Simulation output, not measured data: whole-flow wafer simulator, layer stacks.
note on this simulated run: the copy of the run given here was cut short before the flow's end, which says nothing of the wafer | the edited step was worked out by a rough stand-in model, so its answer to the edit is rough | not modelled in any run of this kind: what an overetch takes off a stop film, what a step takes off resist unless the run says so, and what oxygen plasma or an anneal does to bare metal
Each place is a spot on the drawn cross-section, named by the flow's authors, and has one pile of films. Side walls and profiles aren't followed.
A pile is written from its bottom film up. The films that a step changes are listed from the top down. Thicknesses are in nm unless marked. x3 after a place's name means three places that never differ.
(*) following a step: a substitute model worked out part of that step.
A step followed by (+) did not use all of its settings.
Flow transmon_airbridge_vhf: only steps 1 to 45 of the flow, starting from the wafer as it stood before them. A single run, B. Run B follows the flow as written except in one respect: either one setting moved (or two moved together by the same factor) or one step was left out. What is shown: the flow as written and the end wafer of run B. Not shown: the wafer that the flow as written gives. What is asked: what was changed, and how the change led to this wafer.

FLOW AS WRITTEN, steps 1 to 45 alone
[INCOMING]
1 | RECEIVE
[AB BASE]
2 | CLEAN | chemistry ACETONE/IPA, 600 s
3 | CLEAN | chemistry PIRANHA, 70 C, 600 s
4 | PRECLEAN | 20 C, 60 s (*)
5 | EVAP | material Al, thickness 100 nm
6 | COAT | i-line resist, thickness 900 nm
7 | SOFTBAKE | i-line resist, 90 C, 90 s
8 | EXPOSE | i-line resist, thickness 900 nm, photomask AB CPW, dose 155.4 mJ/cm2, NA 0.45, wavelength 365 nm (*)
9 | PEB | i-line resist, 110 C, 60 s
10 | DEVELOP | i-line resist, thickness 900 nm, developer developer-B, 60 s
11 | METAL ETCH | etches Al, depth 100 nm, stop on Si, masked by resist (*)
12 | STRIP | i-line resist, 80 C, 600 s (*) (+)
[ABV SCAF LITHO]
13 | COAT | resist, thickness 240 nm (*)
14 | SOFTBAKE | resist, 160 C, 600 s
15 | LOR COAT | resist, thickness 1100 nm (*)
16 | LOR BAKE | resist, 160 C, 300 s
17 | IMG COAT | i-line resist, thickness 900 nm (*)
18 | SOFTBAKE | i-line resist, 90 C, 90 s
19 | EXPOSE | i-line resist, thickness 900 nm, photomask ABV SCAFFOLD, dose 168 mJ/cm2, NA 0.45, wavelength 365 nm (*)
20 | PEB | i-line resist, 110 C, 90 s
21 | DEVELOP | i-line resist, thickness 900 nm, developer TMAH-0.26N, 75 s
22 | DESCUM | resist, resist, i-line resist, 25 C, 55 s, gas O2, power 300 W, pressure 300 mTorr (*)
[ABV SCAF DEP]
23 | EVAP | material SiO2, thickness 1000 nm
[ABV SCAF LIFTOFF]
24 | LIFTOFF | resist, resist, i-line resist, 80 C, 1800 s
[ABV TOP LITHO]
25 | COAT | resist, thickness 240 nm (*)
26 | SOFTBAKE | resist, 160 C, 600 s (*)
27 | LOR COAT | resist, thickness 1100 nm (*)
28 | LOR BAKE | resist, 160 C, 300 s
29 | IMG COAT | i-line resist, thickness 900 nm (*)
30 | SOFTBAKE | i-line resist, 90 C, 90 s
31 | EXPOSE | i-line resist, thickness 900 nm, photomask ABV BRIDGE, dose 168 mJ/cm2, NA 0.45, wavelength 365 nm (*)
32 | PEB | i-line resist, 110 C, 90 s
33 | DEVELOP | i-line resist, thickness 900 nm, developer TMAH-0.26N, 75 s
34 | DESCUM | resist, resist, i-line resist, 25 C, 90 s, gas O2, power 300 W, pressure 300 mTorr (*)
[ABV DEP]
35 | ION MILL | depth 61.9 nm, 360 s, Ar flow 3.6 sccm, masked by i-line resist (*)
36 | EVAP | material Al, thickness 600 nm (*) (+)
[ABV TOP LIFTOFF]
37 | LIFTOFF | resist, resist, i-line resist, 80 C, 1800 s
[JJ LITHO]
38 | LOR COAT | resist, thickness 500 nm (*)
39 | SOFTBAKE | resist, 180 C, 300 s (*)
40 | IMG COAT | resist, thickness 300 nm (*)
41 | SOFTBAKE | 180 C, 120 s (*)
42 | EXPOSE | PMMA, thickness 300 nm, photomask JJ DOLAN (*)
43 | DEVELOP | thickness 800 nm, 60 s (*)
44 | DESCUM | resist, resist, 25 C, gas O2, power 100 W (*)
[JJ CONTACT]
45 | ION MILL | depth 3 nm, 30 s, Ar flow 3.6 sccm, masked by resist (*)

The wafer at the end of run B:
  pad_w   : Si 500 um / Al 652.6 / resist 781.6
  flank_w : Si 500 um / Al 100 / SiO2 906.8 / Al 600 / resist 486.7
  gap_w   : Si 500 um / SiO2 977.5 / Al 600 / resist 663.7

The reason: step 35, ION MILL: 225 s was run, whereas the flow has 360 s.

How this came from the change, step by step:
  35 | ION MILL | depth 61.9 nm, 360 s, Ar flow 3.6 sccm, masked by i-line resist (*)
      field x3, jj_line, ground_far, trace_open_s x2, margin_s, margin_n: i-line resist loses 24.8 (as written it would have been: i-line resist loses 39.7)
      flank_w, gap_w, cpw_trace, gap_e, flank_e, bridge_strip: SiO2 loses 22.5 (as written it would have been: SiO2 loses 36)
      (and at 2 other places as well)
  37 | LIFTOFF | resist, resist, i-line resist, 80 C, 1800 s
      field x3, jj_line, trace_open_s x2: Al loses 600 (all of it), i-line resist loses 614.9 (all of it), resist loses 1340 (all of it) (as written it would have been: Al loses 600 (all of it), i-line resist loses 600 (all of it), resist loses 1340 (all of it))
      margin_s, margin_n: Al loses 600 (all of it), i-line resist loses 333.2 (all of it), resist loses 992 (all of it) (as written it would have been: Al loses 600 (all of it), i-line resist loses 318.3 (all of it), resist loses 992 (all of it))
      (and at 1 other place as well)
